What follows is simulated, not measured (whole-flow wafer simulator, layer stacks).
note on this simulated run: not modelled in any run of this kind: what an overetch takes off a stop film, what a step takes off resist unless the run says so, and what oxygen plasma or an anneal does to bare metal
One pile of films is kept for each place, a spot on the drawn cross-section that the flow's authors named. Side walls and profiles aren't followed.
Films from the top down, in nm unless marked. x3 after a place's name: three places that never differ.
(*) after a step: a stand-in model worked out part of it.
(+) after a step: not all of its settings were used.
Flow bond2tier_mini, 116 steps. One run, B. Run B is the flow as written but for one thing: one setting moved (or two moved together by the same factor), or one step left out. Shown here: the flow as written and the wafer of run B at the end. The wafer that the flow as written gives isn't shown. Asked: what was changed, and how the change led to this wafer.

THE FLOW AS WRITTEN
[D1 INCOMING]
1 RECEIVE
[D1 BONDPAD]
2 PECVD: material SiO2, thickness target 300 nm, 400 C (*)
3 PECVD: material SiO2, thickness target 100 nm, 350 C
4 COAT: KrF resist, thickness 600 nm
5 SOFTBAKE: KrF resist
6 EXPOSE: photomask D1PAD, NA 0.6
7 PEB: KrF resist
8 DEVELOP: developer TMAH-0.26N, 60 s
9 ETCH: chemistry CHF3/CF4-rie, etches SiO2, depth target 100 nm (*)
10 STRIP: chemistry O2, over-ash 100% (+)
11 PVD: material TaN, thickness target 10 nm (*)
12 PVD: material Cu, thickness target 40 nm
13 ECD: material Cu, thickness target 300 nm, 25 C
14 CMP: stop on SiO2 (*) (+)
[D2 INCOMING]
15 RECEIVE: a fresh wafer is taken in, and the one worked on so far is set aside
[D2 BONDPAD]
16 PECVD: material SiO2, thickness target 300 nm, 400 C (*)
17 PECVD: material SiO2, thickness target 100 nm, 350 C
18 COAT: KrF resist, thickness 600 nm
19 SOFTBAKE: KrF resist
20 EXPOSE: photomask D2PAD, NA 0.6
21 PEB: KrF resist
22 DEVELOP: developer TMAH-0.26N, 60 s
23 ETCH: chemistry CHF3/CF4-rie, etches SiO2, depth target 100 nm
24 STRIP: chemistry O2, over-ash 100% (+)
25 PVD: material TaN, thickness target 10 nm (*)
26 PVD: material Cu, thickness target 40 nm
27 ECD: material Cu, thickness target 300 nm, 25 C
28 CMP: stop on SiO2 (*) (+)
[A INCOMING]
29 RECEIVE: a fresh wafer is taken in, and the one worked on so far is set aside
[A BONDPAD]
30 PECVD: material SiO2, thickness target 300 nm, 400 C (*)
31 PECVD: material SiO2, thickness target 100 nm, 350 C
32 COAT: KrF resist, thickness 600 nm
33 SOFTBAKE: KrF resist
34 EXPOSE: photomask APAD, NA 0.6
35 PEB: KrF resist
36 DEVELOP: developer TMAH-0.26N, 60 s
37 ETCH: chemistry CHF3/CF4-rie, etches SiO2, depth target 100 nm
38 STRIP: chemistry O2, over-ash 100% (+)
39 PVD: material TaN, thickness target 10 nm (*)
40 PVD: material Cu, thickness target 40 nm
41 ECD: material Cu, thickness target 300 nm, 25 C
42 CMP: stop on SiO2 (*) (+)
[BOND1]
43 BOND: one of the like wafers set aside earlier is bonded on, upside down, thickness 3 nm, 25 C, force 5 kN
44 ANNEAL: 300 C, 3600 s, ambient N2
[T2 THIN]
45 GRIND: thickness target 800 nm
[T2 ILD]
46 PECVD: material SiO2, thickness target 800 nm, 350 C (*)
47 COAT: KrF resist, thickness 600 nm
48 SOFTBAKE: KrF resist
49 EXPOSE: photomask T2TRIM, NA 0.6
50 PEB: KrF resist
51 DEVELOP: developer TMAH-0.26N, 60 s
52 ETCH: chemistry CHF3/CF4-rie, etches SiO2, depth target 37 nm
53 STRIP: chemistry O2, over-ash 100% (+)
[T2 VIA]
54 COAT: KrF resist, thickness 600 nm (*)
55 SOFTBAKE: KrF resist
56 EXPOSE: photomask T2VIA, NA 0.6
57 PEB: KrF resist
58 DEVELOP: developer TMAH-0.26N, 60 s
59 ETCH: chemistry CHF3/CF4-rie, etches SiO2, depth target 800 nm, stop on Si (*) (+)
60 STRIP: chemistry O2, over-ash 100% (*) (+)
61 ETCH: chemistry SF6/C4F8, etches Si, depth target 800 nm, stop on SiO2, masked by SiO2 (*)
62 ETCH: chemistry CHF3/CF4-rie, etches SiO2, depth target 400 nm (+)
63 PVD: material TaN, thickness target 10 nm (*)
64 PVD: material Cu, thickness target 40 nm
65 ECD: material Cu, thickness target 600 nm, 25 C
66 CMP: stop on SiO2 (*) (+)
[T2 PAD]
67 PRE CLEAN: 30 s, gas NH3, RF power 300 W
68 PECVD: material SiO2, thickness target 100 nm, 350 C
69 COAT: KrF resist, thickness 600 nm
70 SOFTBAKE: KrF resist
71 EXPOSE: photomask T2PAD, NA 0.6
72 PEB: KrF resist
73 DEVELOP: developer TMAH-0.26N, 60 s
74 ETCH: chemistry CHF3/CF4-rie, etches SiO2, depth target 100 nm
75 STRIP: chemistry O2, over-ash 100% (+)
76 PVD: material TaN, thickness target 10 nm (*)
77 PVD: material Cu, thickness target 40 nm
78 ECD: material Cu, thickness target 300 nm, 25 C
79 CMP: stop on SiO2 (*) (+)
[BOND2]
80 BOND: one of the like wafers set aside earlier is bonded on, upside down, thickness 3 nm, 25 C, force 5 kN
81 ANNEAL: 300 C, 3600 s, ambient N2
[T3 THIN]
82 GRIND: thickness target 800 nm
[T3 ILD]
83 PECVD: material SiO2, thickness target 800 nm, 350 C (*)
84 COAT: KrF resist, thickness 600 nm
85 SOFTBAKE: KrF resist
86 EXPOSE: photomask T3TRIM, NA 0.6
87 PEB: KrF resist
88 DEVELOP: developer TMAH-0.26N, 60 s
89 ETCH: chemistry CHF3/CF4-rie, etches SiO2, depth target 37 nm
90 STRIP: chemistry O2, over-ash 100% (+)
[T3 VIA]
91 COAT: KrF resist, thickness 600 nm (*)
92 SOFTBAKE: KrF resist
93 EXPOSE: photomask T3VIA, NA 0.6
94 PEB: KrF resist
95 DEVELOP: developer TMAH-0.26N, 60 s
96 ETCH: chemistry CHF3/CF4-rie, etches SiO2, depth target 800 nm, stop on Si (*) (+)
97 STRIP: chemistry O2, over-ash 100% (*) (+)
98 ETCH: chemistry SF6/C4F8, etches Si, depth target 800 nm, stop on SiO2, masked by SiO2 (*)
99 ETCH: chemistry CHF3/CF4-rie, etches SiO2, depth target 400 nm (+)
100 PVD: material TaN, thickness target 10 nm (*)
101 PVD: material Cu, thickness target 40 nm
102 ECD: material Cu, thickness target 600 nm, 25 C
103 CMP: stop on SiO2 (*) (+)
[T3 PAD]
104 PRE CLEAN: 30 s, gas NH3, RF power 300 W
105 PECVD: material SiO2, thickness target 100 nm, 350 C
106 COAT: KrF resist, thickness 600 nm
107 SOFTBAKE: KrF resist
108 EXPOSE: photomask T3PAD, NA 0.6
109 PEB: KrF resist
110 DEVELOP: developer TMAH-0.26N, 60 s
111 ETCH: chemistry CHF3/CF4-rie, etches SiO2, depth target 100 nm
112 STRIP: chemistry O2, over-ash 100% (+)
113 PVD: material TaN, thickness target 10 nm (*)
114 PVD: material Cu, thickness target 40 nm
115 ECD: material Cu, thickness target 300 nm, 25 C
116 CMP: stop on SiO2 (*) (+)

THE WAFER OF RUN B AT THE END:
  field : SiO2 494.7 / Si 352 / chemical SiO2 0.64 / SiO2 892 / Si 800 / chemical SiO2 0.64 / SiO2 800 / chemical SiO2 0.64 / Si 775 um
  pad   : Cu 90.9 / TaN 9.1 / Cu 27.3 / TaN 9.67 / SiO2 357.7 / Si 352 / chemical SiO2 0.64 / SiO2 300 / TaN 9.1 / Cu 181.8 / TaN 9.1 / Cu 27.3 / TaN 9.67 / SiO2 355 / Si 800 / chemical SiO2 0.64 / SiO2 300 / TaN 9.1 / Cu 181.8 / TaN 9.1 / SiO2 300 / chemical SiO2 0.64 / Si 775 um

The cause: step 82, GRIND: thickness target 352 nm was run, where the flow has thickness target 800 nm.
It can be read off the wafer: field has Si 352, and step 82 as written asks for 800 nm.

How the change led to this, step by step:
  82 GRIND: thickness target 800 nm
      field, pad: Si -774.65 um (as written it would be: Si -774.2 um)
  98 ETCH: chemistry SF6/C4F8, etches Si, depth target 800 nm, stop on SiO2, masked by SiO2 (*)
      field, pad: SiO2 -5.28 (as written it would be: SiO2 -8)
